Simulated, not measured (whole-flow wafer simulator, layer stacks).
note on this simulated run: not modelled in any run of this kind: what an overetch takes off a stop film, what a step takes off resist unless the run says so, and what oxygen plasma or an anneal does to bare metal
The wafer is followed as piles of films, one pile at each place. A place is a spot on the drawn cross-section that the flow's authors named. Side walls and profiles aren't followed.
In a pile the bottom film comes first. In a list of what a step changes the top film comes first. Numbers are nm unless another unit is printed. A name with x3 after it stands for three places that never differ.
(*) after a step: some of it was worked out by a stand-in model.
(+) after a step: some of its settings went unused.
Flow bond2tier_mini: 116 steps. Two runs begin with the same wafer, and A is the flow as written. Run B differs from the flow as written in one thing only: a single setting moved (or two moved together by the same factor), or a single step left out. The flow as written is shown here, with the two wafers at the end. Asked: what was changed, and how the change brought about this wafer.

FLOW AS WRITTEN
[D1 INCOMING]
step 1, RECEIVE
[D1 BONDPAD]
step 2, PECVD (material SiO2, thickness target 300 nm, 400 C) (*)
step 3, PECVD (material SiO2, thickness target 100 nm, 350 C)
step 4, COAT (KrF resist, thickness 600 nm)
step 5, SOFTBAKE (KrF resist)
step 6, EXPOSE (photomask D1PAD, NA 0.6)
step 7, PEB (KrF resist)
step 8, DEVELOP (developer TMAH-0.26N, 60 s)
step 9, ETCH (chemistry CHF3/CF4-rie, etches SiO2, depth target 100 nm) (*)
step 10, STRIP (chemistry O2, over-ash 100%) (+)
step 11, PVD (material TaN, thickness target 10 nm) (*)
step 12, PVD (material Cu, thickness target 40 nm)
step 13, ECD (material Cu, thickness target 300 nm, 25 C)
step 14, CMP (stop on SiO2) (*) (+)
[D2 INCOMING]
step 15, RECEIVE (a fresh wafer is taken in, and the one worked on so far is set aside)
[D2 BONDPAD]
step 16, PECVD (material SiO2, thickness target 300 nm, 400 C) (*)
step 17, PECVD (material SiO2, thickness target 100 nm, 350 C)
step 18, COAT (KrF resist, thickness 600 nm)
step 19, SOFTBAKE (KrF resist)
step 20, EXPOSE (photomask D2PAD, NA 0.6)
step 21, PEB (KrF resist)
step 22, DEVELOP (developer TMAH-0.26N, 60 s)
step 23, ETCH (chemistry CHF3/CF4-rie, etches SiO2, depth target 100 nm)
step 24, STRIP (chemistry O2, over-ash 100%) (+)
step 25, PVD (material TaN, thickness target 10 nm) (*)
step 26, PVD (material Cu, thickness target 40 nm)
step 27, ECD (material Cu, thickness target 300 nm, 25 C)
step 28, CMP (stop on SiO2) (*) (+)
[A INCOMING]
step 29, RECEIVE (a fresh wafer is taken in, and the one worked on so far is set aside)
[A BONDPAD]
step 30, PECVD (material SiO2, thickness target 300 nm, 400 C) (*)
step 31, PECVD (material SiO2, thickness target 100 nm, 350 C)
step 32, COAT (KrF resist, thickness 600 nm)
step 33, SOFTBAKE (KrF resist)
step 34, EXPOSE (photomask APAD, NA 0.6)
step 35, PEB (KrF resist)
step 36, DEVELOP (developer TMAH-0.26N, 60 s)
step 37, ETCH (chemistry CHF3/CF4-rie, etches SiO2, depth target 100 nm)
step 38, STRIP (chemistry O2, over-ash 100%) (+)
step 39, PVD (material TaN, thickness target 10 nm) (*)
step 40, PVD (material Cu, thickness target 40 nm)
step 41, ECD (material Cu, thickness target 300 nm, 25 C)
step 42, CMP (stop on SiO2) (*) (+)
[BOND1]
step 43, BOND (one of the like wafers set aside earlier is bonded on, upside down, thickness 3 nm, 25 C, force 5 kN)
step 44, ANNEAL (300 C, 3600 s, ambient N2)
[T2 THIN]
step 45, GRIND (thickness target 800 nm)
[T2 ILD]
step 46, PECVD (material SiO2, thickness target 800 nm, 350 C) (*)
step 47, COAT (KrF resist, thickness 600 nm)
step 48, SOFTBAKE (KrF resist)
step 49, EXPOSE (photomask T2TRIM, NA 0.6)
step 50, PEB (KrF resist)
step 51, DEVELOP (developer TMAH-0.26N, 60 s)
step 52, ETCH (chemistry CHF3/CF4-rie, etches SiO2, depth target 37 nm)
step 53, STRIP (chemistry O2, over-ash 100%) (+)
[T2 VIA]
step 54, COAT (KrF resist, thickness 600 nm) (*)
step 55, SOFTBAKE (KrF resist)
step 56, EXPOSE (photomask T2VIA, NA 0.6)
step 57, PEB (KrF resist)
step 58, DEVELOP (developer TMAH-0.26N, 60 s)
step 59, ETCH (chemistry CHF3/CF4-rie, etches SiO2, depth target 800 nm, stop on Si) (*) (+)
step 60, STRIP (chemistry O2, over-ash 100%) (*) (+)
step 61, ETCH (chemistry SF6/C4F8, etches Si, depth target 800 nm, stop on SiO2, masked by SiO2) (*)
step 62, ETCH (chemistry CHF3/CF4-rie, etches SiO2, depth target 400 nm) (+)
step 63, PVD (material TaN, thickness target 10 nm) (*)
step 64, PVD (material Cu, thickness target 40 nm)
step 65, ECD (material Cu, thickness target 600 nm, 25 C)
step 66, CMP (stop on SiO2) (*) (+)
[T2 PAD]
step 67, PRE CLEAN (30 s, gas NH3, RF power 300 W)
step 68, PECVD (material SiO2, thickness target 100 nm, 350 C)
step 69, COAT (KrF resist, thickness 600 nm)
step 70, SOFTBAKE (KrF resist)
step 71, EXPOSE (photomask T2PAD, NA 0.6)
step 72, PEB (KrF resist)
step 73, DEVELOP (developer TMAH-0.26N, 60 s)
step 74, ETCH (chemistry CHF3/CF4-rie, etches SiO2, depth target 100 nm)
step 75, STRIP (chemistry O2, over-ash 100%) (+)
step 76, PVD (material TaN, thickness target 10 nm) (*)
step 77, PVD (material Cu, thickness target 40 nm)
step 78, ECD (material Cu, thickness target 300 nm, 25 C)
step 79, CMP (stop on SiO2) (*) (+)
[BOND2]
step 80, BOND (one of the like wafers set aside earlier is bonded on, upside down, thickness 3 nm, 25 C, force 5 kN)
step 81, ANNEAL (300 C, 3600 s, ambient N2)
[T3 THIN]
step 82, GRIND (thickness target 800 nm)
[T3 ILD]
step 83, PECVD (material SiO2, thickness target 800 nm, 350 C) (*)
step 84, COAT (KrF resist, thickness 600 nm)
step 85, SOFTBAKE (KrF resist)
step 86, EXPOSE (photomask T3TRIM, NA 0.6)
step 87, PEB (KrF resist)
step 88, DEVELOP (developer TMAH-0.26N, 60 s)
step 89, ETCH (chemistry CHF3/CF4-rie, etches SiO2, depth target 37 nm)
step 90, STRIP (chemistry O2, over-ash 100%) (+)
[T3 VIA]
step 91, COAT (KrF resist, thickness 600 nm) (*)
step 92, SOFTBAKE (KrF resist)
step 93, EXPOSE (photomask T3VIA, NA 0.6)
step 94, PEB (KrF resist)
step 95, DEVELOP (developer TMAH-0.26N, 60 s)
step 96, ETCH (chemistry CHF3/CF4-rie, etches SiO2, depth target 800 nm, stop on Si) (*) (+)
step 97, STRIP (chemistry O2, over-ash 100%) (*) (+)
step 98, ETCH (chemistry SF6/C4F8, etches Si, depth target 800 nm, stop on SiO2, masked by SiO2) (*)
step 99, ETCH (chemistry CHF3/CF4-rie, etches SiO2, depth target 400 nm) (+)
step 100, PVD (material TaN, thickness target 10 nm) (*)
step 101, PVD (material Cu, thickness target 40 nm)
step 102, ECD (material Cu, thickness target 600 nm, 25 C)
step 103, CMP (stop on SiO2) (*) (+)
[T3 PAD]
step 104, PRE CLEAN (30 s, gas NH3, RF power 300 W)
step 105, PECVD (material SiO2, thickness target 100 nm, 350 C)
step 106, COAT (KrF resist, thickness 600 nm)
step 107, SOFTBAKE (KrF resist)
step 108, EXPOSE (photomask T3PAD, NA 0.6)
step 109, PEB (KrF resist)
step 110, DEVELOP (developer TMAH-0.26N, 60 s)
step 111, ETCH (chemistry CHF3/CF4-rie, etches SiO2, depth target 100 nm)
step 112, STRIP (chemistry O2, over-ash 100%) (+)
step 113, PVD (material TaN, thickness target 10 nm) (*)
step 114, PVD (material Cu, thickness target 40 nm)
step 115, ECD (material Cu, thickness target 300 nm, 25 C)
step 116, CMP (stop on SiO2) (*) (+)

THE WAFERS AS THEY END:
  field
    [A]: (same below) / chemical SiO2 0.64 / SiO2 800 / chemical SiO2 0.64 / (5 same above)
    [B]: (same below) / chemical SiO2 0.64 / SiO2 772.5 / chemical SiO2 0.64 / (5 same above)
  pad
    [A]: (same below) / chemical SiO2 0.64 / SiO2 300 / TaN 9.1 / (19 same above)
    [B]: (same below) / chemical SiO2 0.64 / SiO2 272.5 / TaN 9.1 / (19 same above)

Cause: step 31, PECVD: thickness target 72.5 nm was run, while the flow as written has thickness target 100 nm.

The path from the change to this, step by step:
  step 31, PECVD (material SiO2, thickness target 100 nm, 350 C)
      field, pad, via: A SiO2 gains 100 | B SiO2 gains 72.5
